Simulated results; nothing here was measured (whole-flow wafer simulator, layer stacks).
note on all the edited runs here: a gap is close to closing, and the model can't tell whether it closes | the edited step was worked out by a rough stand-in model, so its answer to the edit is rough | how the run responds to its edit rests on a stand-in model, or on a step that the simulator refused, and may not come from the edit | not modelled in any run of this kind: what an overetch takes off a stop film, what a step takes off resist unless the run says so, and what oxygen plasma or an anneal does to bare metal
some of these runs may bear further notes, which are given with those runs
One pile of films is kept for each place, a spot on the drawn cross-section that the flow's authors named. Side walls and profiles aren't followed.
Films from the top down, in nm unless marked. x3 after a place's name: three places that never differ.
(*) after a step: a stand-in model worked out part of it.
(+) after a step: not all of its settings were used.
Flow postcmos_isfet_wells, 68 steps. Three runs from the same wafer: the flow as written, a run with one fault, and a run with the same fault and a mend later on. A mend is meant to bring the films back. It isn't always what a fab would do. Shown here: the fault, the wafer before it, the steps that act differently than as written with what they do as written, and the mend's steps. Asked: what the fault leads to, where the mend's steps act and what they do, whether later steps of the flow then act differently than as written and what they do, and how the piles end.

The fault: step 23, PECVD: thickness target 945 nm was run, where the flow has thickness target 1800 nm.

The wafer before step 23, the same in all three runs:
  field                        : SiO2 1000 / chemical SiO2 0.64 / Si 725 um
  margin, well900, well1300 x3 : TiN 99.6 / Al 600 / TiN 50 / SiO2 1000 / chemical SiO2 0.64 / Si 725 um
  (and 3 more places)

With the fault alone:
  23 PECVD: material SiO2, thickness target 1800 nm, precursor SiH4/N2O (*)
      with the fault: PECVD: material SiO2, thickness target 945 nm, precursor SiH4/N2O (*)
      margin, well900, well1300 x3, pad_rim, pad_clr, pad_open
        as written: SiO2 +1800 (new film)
        with the fault: SiO2 +945 (new film)
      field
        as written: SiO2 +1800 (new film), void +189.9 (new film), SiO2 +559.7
        with the fault: SiO2 +945 (new film), void +190.3 (new film), SiO2 +559.3
  Later steps of the flow that act differently than as written:
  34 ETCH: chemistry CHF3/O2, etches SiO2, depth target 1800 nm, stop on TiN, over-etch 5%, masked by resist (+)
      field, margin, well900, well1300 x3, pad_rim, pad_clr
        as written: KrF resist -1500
        with the fault: KrF resist -826.9
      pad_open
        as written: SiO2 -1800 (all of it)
        with the fault: SiO2 -945 (all of it)
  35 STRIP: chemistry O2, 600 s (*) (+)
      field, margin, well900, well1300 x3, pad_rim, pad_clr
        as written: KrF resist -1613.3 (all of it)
        with the fault: KrF resist -2286.4 (all of it)
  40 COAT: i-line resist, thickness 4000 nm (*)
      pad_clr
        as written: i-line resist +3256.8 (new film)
        with the fault: i-line resist +3530.5 (new film)
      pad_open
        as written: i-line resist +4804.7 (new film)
        with the fault: i-line resist +4496 (new film)
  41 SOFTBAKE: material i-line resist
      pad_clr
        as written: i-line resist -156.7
        with the fault: i-line resist -78.2
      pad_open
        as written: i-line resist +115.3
        with the fault: i-line resist +74.5
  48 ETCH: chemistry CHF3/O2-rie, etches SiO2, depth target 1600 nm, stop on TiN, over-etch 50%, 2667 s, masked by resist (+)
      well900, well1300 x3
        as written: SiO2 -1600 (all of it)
        with the fault: SiO2 -745 (all of it)
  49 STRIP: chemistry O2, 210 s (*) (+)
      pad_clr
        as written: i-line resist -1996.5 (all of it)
        with the fault: i-line resist -2348.6 (all of it)
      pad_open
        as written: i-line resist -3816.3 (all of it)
        with the fault: i-line resist -3466.9 (all of it)
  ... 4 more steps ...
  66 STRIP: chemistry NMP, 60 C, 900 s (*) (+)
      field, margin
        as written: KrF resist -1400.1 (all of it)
        with the fault: KrF resist -1805.6 (all of it)
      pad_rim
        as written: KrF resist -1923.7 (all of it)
        with the fault: KrF resist -2120.3 (all of it)
  At the end the piles differ from the flow's by more than 2% or 0.5 nm, whichever is larger, at field, margin, pad_rim, pad_clr.
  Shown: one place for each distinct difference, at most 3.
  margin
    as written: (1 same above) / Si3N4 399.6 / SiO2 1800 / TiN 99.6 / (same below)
    with the fault: (1 same above) / Si3N4 399.6 / SiO2 945 / TiN 99.6 / (same below)
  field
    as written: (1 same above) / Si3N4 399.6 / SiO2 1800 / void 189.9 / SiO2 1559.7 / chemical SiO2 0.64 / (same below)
    with the fault: (1 same above) / Si3N4 399.6 / SiO2 945 / void 190.3 / SiO2 1559.3 / chemical SiO2 0.64 / (same below)
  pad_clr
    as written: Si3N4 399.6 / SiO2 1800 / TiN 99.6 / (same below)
    with the fault: Si3N4 399.6 / SiO2 945 / TiN 99.6 / (same below)

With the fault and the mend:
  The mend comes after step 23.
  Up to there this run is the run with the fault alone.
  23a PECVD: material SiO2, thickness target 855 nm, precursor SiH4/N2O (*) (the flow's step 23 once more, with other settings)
      field, margin, well900, well1300 x3, pad_rim, pad_clr, pad_open
        SiO2 +855
  No later step of the flow acts differently than as written at any place that is followed.
  At the end the piles differ from the flow's only slightly at the places that both follow, by at most 2% or 0.5 nm, whichever is larger.
